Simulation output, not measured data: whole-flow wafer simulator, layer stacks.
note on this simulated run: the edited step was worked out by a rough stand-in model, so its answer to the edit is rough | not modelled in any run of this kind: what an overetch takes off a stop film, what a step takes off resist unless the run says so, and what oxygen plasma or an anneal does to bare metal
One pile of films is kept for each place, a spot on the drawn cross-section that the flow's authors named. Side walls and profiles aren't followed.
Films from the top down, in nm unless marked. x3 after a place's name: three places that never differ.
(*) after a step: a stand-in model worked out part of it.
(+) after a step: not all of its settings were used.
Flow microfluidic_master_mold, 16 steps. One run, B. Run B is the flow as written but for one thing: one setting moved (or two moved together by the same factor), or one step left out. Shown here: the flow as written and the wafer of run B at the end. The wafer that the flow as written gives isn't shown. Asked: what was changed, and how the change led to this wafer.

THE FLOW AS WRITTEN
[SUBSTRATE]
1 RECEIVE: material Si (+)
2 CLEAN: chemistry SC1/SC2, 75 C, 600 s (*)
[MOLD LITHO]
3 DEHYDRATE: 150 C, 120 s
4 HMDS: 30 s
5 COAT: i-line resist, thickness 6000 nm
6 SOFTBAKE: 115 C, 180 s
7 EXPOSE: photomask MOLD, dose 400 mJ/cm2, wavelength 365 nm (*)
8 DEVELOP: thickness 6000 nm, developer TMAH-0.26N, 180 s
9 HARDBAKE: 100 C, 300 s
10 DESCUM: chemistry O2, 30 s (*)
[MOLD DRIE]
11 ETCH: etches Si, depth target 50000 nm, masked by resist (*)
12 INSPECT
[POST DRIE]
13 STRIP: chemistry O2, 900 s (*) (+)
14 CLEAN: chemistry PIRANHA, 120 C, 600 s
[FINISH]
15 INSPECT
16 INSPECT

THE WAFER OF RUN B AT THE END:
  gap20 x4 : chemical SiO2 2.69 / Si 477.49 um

The cause: step 11, ETCH: depth target 47500 nm was run, where the flow has depth target 50000 nm.

How the change led to this, step by step:
  11 ETCH: etches Si, depth target 50000 nm, masked by resist (*)
      gap20 x4: chemical SiO2 -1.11 (all of it), Si -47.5 um (as written it would be: chemical SiO2 -1.11 (all of it), Si -50 um)
      ridge: i-line resist -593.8 (as written it would be: i-line resist -625)
